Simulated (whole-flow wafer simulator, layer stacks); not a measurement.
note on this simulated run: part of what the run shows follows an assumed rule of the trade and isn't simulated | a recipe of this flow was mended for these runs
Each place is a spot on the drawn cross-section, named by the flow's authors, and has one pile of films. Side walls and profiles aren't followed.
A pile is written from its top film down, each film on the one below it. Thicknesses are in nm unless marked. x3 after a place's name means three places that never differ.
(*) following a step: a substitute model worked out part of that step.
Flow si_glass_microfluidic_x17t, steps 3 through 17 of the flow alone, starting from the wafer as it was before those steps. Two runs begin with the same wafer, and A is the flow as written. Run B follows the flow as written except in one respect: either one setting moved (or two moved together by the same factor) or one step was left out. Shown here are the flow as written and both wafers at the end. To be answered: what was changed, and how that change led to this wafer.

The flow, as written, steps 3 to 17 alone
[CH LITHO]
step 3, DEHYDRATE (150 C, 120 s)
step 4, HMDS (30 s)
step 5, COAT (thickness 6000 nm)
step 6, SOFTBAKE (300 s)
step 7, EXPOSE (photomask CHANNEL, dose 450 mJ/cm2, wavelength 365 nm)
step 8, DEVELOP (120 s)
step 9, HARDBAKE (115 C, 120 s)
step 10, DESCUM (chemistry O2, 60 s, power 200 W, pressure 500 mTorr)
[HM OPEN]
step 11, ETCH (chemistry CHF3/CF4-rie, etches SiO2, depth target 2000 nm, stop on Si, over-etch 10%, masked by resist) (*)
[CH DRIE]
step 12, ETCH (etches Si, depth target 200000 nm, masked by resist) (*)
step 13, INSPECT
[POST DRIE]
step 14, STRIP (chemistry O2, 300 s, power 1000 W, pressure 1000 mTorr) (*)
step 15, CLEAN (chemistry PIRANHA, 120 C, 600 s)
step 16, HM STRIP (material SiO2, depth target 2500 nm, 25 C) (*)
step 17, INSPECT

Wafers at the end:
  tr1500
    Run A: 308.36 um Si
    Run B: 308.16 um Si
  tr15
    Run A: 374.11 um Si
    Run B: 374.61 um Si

Cause: step 5, COAT: thickness 7440 nm was run, whereas the flow has thickness 6000 nm.

How this came from the change, step by step:
  step 5, COAT (thickness 6000 nm)
      land, tr110, tr1500, tr15: A thick-i-line-resist gains 6000 (new film) | B thick-i-line-resist gains 7440 (new film)
  step 8, DEVELOP (120 s)
      tr110, tr1500, tr15: A thick-i-line-resist loses 6000 (all of it) | B thick-i-line-resist loses 7440 (all of it)
  step 9, HARDBAKE (115 C, 120 s)
      land: A thick-i-line-resist loses 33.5 | B thick-i-line-resist loses 45.8
  step 12, ETCH (etches Si, depth target 200000 nm, masked by resist) (*)
      tr1500: A Si loses 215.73 um | B Si loses 215.94 um
      tr15: A Si loses 149.99 um | B Si loses 149.49 um
  step 14, STRIP (chemistry O2, 300 s, power 1000 W, pressure 1000 mTorr) (*)
      land: A thick-i-line-resist loses 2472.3 (all of it) | B thick-i-line-resist loses 3897.4 (all of it)
